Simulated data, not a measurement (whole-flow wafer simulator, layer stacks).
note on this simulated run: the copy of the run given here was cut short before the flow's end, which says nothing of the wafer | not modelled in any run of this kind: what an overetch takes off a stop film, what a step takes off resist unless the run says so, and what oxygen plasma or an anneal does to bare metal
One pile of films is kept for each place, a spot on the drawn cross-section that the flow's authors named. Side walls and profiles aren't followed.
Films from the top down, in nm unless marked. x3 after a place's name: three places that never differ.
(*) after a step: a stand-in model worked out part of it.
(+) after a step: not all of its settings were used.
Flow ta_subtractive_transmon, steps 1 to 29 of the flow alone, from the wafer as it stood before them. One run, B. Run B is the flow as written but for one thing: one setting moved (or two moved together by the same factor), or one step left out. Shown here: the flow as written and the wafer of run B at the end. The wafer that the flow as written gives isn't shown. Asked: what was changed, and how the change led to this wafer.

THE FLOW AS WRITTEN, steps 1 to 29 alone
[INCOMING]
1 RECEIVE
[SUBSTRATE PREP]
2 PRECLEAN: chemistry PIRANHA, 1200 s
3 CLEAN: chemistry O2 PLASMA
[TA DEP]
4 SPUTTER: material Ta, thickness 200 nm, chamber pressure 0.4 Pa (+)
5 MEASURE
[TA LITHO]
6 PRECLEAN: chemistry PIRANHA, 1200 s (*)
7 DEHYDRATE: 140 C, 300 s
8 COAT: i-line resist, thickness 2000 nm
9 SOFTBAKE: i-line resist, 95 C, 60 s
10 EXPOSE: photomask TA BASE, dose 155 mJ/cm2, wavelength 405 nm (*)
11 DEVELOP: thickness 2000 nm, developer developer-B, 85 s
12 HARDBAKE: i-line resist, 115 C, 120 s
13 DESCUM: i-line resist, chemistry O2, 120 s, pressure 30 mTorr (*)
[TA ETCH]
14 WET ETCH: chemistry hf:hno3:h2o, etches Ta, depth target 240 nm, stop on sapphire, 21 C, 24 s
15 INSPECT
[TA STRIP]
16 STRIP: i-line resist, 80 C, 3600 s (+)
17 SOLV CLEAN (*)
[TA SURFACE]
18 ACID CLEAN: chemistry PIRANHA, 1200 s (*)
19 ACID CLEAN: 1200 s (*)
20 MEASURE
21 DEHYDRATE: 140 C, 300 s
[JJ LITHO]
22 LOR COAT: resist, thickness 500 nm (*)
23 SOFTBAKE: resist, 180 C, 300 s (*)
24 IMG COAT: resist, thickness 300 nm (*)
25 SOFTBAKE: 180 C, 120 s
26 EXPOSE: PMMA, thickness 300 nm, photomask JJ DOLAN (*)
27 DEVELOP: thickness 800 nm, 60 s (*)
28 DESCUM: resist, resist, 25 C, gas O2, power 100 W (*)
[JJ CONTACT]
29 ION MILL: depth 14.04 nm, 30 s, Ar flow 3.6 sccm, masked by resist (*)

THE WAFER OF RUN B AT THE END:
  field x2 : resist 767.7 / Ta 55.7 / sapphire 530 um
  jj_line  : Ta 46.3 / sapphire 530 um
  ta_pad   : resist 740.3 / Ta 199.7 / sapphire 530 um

The cause: step 14, WET ETCH: 14.4 s was run, where the flow has 24 s.

How the change led to this, step by step:
  14 WET ETCH: chemistry hf:hno3:h2o, etches Ta, depth target 240 nm, stop on sapphire, 21 C, 24 s
      field x2, jj_line, lead: Ta -144 (as written it would be: Ta -200 (all of it))
  22 LOR COAT: resist, thickness 500 nm (*)
      lead: resist +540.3 (new film) (as written it would be: resist +554.8 (new film))
      ta_contact: resist +458.4 (new film) (as written it would be: resist +443.8 (new film))
  27 DEVELOP: thickness 800 nm, 60 s (*)
      lead: resist -849.4 (all of it) (as written it would be: resist -867.4 (all of it))
      ta_contact: resist -749.5 (all of it) (as written it would be: resist -731.2 (all of it))
  29 ION MILL: depth 14.04 nm, 30 s, Ar flow 3.6 sccm, masked by resist (*)
      jj_line, lead: Ta -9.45 (as written it would be: sapphire -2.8)
Counting metal films that touch as one body, field x2 has 1 body; the flow as written gives 0 bodies.
Counting metal films that touch as one body, jj_line has 1 body; the flow as written gives 0 bodies.
